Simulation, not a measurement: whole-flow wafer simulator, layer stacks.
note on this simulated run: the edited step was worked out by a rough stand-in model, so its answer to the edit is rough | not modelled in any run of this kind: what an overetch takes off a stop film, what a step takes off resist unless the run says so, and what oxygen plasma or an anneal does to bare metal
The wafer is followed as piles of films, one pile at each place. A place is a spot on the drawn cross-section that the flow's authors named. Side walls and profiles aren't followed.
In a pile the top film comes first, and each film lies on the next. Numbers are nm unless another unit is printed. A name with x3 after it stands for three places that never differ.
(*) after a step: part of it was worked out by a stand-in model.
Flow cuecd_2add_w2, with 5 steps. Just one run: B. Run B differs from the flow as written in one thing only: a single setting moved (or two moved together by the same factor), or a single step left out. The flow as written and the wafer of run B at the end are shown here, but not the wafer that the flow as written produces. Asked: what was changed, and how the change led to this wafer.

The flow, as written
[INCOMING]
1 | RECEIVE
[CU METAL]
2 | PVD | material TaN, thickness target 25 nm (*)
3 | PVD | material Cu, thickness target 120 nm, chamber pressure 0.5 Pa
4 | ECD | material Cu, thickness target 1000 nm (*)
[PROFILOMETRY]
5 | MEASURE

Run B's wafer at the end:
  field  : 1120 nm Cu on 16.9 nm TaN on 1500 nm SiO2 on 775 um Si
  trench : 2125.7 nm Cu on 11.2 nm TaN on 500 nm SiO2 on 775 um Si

Cause: step 2, PVD: thickness target 16.9 nm was run, while the flow as written has thickness target 25 nm.
The wafer itself shows it: field has TaN 16.9, and step 2 as written asks for 25 nm.

How this came from the change, step by step:
  2 | PVD | material TaN, thickness target 25 nm (*)
      field: TaN gains 16.9 (new film) (as written it would have been: TaN gains 25 (new film))
      trench: TaN gains 11.2 (new film) (as written it would have been: TaN gains 16.6 (new film))
